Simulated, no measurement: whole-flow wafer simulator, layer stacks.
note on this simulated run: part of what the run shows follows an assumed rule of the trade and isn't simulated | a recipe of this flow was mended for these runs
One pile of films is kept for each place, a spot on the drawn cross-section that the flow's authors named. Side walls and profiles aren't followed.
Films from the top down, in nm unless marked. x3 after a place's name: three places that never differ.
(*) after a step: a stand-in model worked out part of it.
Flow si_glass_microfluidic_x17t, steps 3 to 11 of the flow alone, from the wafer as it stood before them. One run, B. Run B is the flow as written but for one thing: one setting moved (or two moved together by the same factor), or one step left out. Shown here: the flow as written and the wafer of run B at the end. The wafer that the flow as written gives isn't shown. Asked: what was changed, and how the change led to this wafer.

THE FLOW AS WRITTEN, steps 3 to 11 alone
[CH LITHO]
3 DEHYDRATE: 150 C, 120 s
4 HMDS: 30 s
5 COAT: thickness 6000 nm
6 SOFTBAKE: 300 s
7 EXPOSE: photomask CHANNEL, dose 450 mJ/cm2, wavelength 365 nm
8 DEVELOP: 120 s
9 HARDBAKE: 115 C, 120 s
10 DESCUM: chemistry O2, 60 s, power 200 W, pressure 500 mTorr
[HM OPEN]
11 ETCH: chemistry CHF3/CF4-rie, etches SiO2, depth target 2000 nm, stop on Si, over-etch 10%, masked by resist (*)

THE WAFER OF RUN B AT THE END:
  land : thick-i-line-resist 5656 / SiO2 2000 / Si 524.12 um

The cause: step 5, COAT: thickness 6491 nm was run, where the flow has thickness 6000 nm.

How the change led to this, step by step:
  5 COAT: thickness 6000 nm
      land, tr110 x3: thick-i-line-resist +6491 (new film) (as written it would be: thick-i-line-resist +6000 (new film))
  8 DEVELOP: 120 s
      tr110 x3: thick-i-line-resist -6491 (all of it) (as written it would be: thick-i-line-resist -6000 (all of it))
  9 HARDBAKE: 115 C, 120 s
      land: thick-i-line-resist -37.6 (as written it would be: thick-i-line-resist -33.5)
